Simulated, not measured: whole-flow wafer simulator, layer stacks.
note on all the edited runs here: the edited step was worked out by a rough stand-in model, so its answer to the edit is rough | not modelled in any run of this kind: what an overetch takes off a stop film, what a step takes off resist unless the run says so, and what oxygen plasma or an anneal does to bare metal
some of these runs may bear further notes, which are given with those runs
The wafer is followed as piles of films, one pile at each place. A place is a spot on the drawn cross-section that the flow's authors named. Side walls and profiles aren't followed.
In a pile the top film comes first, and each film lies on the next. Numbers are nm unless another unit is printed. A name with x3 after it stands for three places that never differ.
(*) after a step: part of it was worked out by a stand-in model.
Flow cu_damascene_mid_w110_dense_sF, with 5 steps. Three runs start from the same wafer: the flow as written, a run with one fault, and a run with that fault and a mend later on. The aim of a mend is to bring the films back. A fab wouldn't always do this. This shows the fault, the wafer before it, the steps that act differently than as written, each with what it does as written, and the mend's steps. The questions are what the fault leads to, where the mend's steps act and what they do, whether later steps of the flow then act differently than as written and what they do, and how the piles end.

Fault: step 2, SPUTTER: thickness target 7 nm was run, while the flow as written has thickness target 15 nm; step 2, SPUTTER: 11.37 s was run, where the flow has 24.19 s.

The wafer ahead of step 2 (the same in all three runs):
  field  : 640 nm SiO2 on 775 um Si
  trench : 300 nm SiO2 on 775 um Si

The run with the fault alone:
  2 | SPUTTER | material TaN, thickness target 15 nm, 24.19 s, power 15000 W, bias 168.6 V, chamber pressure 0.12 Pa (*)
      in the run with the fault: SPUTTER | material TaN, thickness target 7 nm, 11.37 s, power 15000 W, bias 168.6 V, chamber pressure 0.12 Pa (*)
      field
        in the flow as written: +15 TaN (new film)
        in the run with the fault: +7 TaN (new film)
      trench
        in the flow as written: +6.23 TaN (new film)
        in the run with the fault: +2.91 TaN (new film)
  Steps later in the flow that act otherwise than as written (not shown: 2 more steps that differ only slightly, by at most 2% or 0.5 nm, whichever is larger):
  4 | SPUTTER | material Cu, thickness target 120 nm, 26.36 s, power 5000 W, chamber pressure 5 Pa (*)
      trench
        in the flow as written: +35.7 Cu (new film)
        in the run with the fault: +36.6 Cu (new film)
  By the end, the piles at field, trench depart from the flow's by more than 2% or 0.5 nm, whichever is larger.
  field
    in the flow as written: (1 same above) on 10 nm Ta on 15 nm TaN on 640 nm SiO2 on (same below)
    in the run with the fault: (1 same above) on 10 nm Ta on 7 nm TaN on 640 nm SiO2 on (same below)
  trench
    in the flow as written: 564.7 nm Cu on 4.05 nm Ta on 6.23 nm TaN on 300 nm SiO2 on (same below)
    in the run with the fault: 559.9 nm Cu on 4.15 nm Ta on 2.91 nm TaN on 300 nm SiO2 on (same below)

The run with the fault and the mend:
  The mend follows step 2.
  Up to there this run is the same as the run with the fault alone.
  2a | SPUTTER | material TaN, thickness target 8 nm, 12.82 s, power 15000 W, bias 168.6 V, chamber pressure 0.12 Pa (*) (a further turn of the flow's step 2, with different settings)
      field
        +8 TaN
      trench
        +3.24 TaN
  Every later step of the flow that is run acts as written, at every place that is followed, to within 2% or 0.5 nm, whichever is larger.
  When the end is reached, the piles differ only a little from the flow's at the places that both follow, at most by 2% or 0.5 nm, whichever is larger.
